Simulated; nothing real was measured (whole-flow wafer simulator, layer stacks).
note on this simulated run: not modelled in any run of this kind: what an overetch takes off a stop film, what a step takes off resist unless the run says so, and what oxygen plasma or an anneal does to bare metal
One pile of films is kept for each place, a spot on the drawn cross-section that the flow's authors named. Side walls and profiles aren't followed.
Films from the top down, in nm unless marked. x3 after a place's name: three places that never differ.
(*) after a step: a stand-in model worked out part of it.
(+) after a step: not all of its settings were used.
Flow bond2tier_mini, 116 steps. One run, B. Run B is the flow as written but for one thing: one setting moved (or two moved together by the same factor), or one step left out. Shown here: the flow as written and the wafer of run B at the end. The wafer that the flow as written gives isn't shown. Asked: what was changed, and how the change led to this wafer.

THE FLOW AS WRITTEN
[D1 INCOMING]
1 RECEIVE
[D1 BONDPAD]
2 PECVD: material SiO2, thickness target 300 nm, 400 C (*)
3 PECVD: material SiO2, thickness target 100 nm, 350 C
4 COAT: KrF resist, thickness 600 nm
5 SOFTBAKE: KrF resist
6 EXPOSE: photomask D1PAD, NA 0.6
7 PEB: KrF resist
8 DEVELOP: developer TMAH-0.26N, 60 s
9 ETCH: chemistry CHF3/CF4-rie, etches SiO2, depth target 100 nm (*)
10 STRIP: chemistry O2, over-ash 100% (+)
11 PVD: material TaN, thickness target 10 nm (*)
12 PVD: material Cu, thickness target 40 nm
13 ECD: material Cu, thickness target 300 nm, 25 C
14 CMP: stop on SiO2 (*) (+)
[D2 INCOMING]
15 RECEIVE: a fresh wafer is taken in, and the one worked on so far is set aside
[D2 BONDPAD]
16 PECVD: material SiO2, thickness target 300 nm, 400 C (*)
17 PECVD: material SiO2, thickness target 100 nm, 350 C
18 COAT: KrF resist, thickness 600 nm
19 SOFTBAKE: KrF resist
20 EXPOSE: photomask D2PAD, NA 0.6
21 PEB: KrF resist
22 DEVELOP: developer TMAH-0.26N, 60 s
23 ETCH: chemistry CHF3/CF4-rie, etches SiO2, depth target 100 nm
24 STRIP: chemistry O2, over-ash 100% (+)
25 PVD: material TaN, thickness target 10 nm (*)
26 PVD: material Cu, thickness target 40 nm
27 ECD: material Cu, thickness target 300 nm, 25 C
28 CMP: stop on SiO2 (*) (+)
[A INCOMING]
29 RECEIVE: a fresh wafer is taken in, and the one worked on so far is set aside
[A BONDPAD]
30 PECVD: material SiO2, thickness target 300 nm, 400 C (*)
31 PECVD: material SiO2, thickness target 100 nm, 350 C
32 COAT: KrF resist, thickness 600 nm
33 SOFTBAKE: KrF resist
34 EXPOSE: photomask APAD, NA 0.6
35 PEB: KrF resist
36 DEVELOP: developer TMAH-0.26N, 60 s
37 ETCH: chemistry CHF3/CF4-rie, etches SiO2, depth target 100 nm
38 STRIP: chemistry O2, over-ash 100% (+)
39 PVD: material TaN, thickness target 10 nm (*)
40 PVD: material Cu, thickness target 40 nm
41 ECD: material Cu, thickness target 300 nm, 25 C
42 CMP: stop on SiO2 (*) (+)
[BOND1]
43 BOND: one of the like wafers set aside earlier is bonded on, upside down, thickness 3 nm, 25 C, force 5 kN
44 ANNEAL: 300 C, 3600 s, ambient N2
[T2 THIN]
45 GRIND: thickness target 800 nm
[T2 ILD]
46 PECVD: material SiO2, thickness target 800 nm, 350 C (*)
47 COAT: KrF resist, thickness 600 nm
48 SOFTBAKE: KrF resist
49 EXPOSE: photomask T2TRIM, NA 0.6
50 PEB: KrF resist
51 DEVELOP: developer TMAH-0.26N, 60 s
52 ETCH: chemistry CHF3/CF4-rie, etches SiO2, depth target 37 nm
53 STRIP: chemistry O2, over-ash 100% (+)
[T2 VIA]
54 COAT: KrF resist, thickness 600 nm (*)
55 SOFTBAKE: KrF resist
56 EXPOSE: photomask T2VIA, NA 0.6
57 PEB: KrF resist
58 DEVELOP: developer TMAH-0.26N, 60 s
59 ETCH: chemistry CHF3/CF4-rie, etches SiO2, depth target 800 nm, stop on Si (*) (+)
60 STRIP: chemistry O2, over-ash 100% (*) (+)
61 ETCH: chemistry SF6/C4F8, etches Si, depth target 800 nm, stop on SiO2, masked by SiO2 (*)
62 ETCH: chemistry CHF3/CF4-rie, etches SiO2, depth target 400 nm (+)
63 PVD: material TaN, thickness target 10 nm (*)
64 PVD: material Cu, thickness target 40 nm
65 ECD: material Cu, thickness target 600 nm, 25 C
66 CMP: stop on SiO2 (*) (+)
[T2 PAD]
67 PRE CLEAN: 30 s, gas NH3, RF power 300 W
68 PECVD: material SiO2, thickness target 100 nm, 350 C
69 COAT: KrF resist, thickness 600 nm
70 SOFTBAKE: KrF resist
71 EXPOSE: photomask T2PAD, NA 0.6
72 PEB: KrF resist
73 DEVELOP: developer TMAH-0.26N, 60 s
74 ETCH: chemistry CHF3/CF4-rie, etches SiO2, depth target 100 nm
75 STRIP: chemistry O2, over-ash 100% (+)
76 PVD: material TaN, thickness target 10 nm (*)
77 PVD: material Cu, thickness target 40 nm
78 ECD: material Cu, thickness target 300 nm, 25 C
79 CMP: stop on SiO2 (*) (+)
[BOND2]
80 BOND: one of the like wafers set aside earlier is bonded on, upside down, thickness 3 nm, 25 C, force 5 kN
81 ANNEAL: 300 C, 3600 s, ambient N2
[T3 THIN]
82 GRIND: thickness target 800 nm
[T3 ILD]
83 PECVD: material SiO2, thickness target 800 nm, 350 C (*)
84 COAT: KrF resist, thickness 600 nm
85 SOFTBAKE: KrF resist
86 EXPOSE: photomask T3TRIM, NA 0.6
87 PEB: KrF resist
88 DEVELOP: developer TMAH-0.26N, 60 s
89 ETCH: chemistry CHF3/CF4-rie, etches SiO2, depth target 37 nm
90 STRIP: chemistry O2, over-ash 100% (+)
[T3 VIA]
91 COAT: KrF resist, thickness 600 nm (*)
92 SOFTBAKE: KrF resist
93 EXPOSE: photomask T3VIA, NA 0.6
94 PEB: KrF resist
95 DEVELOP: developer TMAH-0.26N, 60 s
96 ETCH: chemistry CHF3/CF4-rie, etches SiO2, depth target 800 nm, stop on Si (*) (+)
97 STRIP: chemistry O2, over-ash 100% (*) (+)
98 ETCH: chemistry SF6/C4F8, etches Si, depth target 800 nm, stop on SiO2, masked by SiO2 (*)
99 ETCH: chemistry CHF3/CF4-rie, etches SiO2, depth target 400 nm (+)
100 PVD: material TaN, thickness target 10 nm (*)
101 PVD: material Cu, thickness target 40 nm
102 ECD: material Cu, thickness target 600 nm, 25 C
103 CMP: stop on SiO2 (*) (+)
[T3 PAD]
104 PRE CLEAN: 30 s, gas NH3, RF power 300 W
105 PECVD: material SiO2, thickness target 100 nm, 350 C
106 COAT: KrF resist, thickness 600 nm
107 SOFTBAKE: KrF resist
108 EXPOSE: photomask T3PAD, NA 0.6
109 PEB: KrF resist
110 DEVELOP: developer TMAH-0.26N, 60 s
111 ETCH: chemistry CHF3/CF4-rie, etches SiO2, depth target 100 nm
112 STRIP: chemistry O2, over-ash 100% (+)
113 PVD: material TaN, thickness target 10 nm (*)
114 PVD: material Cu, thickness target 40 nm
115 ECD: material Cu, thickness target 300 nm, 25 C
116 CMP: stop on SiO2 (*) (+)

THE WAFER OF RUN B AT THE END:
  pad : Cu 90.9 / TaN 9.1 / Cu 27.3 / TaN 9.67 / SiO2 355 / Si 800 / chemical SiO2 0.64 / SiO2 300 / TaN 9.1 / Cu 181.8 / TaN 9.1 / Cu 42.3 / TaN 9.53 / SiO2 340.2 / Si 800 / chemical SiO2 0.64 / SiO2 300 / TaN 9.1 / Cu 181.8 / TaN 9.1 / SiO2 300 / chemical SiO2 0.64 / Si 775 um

The cause: step 52, ETCH: depth target 51.8 nm was run, where the flow has depth target 37 nm.

How the change led to this, step by step:
  52 ETCH: chemistry CHF3/CF4-rie, etches SiO2, depth target 37 nm
      pad, via: SiO2 -51.8 (as written it would be: SiO2 -37)
      field: KrF resist -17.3 (as written it would be: KrF resist -12.3)
  60 STRIP: chemistry O2, over-ash 100% (*) (+)
      field: KrF resist -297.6 (all of it) (as written it would be: KrF resist -303.9 (all of it))
  65 ECD: material Cu, thickness target 600 nm, 25 C
      pad: Cu +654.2 (as written it would be: Cu +638.7)
